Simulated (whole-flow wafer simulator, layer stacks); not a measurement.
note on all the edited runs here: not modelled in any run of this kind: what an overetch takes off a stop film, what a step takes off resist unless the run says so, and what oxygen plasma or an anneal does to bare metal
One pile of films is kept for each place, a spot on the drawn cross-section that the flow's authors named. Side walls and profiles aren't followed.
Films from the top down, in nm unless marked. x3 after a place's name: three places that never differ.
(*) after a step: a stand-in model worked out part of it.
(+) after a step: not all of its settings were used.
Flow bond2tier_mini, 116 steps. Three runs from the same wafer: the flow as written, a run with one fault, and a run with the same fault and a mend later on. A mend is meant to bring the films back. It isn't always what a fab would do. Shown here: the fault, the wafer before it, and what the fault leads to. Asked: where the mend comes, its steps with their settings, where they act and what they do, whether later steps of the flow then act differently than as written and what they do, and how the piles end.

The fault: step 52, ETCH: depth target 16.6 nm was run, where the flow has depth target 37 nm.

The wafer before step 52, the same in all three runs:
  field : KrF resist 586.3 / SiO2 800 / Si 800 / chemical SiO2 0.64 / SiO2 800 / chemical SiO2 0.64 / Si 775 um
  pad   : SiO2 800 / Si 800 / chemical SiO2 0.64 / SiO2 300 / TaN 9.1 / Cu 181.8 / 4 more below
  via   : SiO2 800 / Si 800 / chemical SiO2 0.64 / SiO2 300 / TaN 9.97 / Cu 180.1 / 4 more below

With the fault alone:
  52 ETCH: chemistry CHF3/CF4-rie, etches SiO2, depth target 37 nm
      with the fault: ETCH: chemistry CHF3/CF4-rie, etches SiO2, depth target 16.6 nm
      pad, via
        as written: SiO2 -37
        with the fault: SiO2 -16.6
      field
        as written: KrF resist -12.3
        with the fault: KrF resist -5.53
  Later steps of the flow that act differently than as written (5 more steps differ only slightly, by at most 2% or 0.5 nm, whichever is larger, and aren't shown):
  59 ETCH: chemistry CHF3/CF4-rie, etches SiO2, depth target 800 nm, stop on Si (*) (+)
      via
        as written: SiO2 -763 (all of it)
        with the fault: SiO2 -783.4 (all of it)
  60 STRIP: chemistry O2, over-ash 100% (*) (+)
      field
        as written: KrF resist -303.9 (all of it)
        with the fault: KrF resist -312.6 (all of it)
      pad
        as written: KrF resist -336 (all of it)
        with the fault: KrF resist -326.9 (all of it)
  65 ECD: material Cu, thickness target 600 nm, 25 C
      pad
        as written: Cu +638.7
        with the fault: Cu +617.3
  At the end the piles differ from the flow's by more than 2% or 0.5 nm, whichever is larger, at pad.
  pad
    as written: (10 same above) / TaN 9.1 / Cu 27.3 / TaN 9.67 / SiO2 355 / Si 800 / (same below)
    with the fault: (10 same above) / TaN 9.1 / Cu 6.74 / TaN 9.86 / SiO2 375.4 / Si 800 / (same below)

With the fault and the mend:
  The mend comes after step 52.
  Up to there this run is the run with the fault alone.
  52a ETCH: chemistry CHF3/CF4-rie, etches SiO2, depth target 20.4 nm (the flow's step 52 once more, with other settings)
      pad, via
        SiO2 -20.4
      field
        KrF resist -6.8
  No later step of the flow acts differently than as written at any place that is followed.
  At the end the piles are the same as the flow's at every place that both follow.
